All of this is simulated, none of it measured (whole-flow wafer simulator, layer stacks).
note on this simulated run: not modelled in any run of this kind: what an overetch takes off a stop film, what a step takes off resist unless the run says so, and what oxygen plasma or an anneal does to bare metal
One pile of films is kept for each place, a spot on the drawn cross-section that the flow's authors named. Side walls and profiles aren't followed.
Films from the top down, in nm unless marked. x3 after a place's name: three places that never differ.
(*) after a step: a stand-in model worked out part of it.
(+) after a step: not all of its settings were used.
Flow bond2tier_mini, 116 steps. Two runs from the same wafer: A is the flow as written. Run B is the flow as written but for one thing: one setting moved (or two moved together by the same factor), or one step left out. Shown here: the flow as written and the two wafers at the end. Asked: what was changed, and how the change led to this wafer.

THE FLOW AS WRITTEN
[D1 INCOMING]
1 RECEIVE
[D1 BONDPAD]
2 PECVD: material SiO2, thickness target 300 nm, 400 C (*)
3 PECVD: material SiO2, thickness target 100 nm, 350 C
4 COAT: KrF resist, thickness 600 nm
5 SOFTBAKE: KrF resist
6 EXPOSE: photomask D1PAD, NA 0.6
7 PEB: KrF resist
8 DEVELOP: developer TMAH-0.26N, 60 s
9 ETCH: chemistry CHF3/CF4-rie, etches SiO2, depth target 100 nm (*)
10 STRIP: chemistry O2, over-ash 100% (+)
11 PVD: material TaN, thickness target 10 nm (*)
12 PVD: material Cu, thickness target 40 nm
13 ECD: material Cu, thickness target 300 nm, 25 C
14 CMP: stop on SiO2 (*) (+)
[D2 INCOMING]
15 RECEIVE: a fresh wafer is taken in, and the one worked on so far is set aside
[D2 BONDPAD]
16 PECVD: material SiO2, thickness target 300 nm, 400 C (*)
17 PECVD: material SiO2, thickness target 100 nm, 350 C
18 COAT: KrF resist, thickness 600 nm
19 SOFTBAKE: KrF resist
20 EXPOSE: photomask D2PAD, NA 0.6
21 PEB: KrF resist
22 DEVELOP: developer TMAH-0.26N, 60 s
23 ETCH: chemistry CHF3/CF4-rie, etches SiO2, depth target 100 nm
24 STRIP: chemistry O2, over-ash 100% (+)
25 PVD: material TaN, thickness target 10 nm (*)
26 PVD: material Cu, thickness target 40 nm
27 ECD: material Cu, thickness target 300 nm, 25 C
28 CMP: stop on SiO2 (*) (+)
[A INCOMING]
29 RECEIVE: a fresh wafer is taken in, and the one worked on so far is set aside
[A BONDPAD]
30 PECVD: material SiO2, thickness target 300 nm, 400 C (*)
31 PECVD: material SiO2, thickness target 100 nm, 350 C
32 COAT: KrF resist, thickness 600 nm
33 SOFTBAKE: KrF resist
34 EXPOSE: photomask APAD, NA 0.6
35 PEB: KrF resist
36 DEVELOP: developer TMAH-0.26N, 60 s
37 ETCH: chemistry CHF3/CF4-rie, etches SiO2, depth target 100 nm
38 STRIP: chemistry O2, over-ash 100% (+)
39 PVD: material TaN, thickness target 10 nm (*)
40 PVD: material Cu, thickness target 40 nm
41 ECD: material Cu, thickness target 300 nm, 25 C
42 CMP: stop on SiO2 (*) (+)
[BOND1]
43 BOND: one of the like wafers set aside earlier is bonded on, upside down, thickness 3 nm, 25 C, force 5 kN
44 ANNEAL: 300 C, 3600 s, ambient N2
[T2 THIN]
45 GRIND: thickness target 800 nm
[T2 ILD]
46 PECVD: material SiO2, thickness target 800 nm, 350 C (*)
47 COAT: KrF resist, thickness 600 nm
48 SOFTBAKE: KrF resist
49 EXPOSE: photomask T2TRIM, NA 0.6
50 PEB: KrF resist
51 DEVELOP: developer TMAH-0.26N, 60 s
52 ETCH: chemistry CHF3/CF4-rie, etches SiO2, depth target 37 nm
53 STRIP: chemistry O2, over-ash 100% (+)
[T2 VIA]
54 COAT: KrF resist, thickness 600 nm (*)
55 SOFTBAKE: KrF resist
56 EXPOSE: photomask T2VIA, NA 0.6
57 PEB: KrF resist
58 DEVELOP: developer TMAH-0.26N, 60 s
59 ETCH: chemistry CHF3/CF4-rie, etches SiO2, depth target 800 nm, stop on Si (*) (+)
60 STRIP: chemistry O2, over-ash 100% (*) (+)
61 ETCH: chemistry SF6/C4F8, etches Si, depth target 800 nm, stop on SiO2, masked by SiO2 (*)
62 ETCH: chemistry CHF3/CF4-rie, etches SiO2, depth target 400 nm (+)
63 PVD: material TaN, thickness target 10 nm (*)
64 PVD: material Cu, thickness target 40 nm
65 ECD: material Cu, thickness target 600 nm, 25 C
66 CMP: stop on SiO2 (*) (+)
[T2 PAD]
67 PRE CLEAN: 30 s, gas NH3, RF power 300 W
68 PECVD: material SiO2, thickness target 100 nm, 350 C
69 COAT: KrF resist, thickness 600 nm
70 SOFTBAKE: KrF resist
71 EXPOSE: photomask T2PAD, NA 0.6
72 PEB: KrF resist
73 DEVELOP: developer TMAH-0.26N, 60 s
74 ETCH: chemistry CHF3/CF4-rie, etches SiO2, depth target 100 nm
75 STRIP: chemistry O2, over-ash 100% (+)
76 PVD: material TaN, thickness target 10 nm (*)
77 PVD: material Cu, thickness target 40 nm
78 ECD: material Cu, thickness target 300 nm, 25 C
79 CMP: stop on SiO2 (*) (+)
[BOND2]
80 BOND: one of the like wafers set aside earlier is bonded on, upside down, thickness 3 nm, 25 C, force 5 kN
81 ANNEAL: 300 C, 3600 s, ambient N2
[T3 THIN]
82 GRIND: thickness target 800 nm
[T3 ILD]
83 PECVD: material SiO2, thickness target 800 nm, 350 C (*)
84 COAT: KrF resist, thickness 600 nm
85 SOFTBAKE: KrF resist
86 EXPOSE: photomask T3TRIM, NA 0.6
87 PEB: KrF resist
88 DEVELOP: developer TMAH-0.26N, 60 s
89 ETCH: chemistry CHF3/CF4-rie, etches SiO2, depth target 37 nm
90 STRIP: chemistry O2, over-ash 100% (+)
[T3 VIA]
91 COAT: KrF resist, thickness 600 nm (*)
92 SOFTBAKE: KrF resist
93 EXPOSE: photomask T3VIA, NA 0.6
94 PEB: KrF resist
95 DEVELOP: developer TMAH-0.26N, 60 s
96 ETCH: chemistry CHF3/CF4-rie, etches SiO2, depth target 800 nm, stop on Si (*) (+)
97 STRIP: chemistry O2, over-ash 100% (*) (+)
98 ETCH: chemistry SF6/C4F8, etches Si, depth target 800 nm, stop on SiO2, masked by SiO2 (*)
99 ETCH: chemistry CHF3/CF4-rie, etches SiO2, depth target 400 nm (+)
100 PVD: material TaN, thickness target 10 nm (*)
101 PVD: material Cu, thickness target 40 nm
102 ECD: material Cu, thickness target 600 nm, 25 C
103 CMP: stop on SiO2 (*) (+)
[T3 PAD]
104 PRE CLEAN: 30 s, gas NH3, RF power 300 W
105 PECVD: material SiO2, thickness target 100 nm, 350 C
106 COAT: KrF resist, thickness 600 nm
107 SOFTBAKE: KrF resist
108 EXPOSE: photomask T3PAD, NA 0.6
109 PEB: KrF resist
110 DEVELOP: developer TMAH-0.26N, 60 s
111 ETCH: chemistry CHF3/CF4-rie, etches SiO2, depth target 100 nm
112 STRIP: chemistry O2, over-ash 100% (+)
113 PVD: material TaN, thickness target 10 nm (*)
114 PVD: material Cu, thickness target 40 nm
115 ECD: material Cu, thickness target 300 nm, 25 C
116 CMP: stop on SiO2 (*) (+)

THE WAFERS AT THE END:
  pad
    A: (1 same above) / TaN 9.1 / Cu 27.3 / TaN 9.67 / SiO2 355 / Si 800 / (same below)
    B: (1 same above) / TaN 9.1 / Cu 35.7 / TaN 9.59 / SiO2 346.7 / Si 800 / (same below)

The cause: step 89, ETCH: depth target 45.3 nm was run, where the flow has depth target 37 nm.

How the change led to this, step by step:
  89 ETCH: chemistry CHF3/CF4-rie, etches SiO2, depth target 37 nm
      field: A KrF resist -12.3 | B KrF resist -15.1
      pad: A SiO2 -37 | B SiO2 -45.3
